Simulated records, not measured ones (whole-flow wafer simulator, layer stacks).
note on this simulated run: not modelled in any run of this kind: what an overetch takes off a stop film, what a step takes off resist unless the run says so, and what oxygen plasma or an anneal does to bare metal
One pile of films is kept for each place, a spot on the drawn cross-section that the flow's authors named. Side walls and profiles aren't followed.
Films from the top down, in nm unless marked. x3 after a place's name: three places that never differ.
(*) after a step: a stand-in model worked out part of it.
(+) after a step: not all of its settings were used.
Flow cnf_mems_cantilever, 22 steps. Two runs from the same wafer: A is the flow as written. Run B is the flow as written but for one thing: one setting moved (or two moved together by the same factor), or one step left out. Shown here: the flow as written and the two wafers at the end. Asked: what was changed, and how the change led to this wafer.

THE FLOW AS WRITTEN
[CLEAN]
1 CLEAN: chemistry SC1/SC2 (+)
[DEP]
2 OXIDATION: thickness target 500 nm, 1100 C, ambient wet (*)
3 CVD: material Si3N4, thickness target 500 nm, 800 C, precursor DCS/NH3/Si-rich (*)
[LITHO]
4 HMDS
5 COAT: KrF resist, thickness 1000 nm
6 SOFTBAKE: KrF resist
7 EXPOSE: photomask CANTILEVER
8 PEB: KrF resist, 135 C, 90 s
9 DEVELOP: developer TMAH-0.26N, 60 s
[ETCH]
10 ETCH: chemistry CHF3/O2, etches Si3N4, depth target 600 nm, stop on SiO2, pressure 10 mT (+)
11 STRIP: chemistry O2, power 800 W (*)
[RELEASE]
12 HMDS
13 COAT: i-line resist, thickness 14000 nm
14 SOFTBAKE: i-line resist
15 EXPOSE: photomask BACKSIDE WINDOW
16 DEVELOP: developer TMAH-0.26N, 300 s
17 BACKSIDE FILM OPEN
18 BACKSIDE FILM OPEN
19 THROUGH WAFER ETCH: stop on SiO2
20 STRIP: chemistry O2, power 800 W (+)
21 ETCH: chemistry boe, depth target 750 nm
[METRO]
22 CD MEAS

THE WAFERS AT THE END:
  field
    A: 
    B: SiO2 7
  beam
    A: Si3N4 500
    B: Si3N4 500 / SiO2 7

The cause: step 21, ETCH: depth target 493 nm was run, where the flow has depth target 750 nm.

How the change led to this, step by step:
  21 ETCH: chemistry boe, depth target 750 nm
      field: A SiO2 -500 (all of it) | B SiO2 -493
      beam: A under 1 film: SiO2 -500 (all of it) | B under 1 film: SiO2 -493
